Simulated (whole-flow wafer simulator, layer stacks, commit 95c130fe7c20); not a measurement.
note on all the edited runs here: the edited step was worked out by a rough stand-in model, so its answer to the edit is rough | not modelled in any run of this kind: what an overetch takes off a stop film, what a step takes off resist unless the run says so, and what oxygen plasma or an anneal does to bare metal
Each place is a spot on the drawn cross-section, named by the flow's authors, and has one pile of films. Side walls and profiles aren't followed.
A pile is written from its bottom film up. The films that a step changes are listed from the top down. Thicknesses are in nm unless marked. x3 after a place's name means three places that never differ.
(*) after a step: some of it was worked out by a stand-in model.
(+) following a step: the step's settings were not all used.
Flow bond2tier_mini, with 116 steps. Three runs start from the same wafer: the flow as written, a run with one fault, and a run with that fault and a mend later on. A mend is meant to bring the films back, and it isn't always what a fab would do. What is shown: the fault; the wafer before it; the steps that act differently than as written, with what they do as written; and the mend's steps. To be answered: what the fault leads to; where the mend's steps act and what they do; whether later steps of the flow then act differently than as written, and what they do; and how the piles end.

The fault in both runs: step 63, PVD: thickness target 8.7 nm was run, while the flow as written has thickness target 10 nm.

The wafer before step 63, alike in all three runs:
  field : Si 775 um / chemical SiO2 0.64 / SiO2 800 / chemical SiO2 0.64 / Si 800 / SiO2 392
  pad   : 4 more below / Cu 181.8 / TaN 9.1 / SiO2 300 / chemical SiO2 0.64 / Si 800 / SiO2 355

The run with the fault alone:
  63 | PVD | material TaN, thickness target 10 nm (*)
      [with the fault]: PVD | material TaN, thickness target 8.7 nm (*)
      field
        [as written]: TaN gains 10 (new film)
        [with the fault]: TaN gains 8.7 (new film)
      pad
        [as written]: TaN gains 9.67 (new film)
        [with the fault]: TaN gains 8.41 (new film)
  Steps further on in the flow that do not act as written (not shown: 1 more step that differs only slightly, by at most 2% or 0.5 nm, whichever is larger):
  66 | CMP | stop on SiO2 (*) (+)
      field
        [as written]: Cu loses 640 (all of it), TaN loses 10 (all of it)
        [with the fault]: Cu loses 640 (all of it), TaN loses 8.7 (all of it)
  At pad, the piles at the end differ from the flow's by more than 2% or 0.5 nm, whichever is larger.
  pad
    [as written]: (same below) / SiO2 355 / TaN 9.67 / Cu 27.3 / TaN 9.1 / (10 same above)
    [with the fault]: (same below) / SiO2 355 / TaN 8.41 / Cu 28.6 / TaN 9.1 / (10 same above)

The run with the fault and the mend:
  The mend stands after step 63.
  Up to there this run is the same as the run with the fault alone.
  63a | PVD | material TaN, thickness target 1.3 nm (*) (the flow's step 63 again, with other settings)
      field
        TaN gains 1.3
      pad
        TaN gains 1.26
  Every later step of the flow that is run acts as written at every place that is followed.
  The piles end the same as the flow's at every place that both follow.
